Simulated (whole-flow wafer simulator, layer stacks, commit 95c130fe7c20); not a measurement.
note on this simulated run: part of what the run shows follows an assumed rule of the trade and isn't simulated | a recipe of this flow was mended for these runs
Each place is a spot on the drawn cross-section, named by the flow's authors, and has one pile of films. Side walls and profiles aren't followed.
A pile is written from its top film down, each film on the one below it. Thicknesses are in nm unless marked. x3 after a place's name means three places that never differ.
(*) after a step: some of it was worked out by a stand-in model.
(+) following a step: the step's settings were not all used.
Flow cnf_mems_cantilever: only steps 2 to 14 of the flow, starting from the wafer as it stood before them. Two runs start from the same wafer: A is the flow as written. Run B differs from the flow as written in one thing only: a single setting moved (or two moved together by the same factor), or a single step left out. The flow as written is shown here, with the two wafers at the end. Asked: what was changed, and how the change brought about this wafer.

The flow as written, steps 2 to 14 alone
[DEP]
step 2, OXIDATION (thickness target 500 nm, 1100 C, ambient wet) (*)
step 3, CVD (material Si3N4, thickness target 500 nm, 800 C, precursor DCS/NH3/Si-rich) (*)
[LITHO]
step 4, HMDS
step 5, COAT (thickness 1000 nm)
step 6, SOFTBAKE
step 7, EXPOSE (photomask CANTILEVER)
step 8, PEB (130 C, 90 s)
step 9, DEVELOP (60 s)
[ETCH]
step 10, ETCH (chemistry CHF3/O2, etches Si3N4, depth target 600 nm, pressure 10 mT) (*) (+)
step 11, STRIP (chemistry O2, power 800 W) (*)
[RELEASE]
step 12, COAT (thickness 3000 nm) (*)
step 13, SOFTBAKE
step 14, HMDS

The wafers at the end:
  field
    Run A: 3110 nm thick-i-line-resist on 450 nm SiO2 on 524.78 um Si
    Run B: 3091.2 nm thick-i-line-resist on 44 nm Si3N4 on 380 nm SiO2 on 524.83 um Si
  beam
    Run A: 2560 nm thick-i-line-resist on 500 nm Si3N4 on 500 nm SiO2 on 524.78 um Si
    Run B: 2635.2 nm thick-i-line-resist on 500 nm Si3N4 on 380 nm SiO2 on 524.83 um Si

What caused this: step 2, OXIDATION: thickness target 380 nm was run, though the flow has thickness target 500 nm; step 10, ETCH: depth target 456 nm was run, where the flow has depth target 600 nm.
The wafer itself shows it: beam has SiO2 380, and step 2 as written asks for 500 nm.

Step by step, how the change led to this:
  step 2, OXIDATION (thickness target 500 nm, 1100 C, ambient wet) (*)
      field, beam: A SiO2 gains 500 (new film), chemical SiO2 loses 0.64 (all of it), Si loses 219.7 | B SiO2 gains 380 (new film), chemical SiO2 loses 0.64 (all of it), Si loses 166.9
  step 10, ETCH (chemistry CHF3/O2, etches Si3N4, depth target 600 nm, pressure 10 mT) (*) (+)
      field: A Si3N4 loses 500 (all of it), SiO2 loses 50 | B Si3N4 loses 456
      beam: A KrF-resist loses 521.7 | B KrF-resist loses 396.5
  step 11, STRIP (chemistry O2, power 800 W) (*)
      beam: A KrF-resist loses 460.9 (all of it) | B KrF-resist loses 586.1 (all of it)
  step 12, COAT (thickness 3000 nm) (*)
      beam: A thick-i-line-resist gains 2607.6 (new film) | B thick-i-line-resist gains 2673.4 (new film)
  step 13, SOFTBAKE
      field: A thick-i-line-resist gains 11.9 | B thick-i-line-resist gains 9.54
      beam: A thick-i-line-resist loses 47.6 | B thick-i-line-resist loses 38.2
